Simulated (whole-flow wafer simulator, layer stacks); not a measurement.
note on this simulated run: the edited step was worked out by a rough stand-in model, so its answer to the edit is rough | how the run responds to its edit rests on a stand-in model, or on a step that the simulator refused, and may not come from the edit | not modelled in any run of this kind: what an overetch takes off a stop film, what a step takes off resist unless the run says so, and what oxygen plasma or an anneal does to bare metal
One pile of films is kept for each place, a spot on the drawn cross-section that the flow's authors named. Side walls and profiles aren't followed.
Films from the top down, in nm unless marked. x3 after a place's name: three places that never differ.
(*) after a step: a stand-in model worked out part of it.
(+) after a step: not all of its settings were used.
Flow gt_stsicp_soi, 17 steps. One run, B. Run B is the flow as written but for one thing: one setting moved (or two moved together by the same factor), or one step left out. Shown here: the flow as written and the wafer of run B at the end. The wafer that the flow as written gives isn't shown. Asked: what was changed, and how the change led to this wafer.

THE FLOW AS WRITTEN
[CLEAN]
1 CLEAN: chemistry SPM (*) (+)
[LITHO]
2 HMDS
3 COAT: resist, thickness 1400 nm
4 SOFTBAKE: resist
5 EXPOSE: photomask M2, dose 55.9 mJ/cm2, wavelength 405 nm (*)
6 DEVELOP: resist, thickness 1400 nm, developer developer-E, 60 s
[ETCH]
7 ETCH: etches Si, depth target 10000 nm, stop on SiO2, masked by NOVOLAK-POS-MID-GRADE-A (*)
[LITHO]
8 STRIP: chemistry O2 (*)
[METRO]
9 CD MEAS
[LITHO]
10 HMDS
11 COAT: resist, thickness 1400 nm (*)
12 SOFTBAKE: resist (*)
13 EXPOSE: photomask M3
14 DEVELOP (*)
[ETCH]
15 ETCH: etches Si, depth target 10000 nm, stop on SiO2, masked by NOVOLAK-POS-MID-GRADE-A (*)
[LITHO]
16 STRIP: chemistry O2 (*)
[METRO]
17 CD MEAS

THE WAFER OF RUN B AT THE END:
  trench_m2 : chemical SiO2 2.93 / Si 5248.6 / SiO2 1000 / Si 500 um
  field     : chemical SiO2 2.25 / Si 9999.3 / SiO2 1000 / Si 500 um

The cause: step 7, ETCH: depth target 4750 nm was run, where the flow has depth target 10000 nm.

How the change led to this, step by step:
  7 ETCH: etches Si, depth target 10000 nm, stop on SiO2, masked by NOVOLAK-POS-MID-GRADE-A (*)
      trench_m2: chemical SiO2 -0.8 (all of it), Si -4750 (as written it would be: chemical SiO2 -0.8 (all of it), Si -9999.9 (all of it))
      field, trench_m3: resist -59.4 (as written it would be: resist -125)
  8 STRIP: chemistry O2 (*)
      trench_m2: chemical SiO2 +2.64 (new film), Si -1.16 (as written it would be: nothing)
      field, trench_m3: resist -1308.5 (all of it), chemical SiO2 +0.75, Si -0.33 (as written it would be: resist -1242.8 (all of it), chemical SiO2 +0.74, Si -0.33)
  11 COAT: resist, thickness 1400 nm (*)
      field: resist +1367.8 (new film) (as written it would be: resist +1332.8 (new film))
      trench_m2: resist +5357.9 (new film) (as written it would be: resist +9583.4 (new film))
      (and at 1 more place)
  12 SOFTBAKE: resist (*)
      trench_m2: resist +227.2 (as written it would be: nothing)
      trench_m3: resist +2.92 (as written it would be: nothing)
  14 DEVELOP (*)
      trench_m3: resist -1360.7 (all of it) (as written it would be: resist -1311.7 (all of it))
  16 STRIP: chemistry O2 (*)
      trench_m2: resist -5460 (all of it), chemical SiO2 +0.29, Si -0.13 (as written it would be: resist -9458.4 (all of it))
      field: resist -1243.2 (all of it), chemical SiO2 +0.69, Si -0.3 (as written it would be: resist -1207.8 (all of it), chemical SiO2 +0.94, Si -0.41)
